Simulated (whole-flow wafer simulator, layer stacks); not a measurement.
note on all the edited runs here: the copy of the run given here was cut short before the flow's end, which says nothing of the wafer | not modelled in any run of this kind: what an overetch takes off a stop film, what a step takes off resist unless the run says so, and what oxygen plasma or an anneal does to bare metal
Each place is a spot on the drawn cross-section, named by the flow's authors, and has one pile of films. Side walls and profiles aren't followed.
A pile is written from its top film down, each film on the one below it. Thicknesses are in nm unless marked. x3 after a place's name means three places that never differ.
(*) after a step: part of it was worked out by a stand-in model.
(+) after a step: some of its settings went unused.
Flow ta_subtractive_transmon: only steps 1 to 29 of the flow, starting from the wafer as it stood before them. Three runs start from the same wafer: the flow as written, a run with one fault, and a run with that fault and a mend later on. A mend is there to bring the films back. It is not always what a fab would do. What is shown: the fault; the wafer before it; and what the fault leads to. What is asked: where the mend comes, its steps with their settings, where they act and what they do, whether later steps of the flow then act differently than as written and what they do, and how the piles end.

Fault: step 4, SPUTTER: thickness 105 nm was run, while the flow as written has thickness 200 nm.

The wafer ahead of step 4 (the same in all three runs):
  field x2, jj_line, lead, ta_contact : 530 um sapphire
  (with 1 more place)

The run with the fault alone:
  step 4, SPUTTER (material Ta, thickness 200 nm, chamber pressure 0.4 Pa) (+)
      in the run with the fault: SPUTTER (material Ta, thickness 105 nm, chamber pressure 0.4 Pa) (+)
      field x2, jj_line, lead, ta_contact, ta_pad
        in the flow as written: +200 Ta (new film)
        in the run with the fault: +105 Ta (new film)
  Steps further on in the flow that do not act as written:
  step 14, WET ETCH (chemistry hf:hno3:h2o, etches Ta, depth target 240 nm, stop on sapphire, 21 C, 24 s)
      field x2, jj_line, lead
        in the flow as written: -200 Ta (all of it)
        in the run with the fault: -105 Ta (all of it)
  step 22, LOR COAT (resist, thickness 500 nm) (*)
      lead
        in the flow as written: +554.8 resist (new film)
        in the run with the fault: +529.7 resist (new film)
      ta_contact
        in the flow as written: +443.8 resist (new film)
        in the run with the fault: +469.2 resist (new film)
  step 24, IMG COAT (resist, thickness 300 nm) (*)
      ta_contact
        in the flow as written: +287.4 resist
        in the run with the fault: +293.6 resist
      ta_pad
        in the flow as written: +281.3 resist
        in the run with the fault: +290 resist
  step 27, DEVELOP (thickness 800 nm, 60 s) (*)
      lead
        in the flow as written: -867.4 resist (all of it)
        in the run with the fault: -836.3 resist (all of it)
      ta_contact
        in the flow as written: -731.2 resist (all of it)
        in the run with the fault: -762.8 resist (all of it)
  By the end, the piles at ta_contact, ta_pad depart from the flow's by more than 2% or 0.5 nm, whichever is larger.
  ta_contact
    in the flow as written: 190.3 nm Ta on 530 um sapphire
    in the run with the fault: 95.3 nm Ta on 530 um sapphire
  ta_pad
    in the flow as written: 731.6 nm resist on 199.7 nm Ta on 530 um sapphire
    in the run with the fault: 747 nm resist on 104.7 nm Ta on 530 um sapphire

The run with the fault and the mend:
  After step 5 comes the mend.
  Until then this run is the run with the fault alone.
  step 5a, SPUTTER (material Ta, thickness 95 nm, chamber pressure 0.4 Pa) (+) (the flow's step 4, run once more with other settings)
      field x2, jj_line, lead, ta_contact, ta_pad
        +95 Ta
  Later steps of the flow that are run all act as written at every place that is followed.
  By the end, the piles equal the flow's at every place that both follow.
